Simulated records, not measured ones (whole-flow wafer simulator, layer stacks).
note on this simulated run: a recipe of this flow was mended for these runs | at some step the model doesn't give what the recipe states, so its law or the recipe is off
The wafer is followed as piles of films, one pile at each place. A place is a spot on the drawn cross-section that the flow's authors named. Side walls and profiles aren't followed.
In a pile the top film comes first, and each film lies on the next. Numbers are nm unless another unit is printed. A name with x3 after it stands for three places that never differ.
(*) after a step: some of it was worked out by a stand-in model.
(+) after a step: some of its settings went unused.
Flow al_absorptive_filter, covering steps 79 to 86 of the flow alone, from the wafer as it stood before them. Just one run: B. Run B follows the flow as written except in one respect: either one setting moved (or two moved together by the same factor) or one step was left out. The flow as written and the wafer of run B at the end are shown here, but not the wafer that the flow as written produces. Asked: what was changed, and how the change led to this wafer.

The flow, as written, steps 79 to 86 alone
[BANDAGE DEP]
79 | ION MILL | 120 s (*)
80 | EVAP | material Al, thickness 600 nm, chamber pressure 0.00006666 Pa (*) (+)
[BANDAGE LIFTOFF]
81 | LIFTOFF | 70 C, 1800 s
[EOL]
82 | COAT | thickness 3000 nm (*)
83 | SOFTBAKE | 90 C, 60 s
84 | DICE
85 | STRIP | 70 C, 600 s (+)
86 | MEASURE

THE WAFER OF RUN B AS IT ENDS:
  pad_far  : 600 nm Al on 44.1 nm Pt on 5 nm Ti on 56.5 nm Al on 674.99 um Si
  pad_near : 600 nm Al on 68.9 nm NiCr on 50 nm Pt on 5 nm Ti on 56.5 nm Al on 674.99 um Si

What caused this: step 79, ION MILL: 48 s was run, whereas the flow has 120 s.

Step by step, how the change led to this:
  79 | ION MILL | 120 s (*)
      gnd, ledge, res and 9 more: -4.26 i-line-resist (as written it would have been: -10.7 i-line-resist)
      pad_far: -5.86 Pt (as written it would have been: -14.7 Pt)
      (also at 1 further place)
